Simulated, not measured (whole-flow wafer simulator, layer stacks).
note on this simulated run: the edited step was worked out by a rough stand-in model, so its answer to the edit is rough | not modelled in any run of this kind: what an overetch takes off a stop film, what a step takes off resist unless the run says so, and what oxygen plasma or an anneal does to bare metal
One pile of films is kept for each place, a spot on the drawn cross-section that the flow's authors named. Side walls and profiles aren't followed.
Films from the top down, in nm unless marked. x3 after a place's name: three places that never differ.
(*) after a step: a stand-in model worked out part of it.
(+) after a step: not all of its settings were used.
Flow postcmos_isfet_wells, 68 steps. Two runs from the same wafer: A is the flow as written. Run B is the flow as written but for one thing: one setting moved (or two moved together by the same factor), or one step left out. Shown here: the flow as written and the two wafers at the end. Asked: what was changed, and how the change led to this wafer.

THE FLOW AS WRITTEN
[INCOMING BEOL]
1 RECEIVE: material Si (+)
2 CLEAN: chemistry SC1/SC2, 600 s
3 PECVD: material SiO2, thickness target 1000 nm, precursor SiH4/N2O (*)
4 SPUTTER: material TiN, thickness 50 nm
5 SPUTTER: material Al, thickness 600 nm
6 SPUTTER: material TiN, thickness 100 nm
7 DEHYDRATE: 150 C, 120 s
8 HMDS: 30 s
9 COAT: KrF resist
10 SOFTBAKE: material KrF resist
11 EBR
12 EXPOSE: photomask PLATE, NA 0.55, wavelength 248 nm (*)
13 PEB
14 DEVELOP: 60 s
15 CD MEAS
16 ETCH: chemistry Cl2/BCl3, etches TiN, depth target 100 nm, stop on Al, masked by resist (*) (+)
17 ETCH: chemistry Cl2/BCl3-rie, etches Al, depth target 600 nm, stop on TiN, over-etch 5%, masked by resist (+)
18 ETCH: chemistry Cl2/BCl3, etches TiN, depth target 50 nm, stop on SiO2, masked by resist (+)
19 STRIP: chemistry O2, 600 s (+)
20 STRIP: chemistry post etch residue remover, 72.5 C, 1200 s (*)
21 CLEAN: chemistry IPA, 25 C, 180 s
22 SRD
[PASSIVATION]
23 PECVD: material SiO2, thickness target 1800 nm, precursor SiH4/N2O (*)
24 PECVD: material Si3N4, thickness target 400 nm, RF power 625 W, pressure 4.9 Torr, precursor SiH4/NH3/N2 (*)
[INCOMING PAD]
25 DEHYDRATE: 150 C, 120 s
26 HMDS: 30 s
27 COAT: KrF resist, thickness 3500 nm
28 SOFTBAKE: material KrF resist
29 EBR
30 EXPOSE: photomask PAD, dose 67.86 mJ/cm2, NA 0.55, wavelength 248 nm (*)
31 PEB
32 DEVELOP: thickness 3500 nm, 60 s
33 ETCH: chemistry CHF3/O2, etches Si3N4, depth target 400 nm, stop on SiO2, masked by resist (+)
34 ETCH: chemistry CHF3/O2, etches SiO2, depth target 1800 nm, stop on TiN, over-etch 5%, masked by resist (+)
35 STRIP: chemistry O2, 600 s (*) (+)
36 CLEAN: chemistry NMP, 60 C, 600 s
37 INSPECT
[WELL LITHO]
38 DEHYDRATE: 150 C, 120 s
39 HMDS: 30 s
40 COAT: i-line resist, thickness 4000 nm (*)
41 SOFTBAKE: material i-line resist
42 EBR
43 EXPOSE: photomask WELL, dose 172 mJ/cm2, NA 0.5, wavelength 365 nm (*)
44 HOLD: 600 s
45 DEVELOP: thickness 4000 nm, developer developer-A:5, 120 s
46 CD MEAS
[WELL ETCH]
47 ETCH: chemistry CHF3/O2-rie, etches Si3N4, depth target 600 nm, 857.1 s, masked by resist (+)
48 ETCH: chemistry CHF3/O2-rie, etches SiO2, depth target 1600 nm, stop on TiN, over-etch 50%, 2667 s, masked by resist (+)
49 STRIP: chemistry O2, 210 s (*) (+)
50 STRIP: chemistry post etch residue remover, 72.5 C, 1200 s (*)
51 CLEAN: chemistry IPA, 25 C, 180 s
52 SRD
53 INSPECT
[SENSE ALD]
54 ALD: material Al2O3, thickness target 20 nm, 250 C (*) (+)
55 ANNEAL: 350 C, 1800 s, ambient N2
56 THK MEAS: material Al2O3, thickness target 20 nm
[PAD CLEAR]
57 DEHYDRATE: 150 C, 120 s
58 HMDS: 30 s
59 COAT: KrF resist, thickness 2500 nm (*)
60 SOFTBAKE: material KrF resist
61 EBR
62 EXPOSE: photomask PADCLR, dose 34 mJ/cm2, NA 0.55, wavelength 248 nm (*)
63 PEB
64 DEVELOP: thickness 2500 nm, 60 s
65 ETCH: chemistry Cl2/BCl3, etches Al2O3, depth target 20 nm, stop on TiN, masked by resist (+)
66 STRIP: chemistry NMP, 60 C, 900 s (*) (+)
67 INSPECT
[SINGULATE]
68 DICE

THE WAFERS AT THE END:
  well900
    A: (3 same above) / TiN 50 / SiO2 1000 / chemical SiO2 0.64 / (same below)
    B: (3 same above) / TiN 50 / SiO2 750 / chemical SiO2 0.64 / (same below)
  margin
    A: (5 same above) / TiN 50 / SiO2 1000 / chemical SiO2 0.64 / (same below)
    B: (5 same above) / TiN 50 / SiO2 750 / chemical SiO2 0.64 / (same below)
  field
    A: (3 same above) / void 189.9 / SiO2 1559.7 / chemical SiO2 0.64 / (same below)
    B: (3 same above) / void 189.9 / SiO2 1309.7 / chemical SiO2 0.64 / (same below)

The cause: step 3, PECVD: thickness target 750 nm was run, where the flow has thickness target 1000 nm.
It can be read off the wafer: well900 has SiO2 750, and step 3 as written asks for 1000 nm.

How the change led to this, step by step:
  3 PECVD: material SiO2, thickness target 1000 nm, precursor SiH4/N2O (*)
      field, margin, well900, well1300 x3, pad_rim, pad_clr, pad_open: A SiO2 +1000 (new film) | B SiO2 +750 (new film)
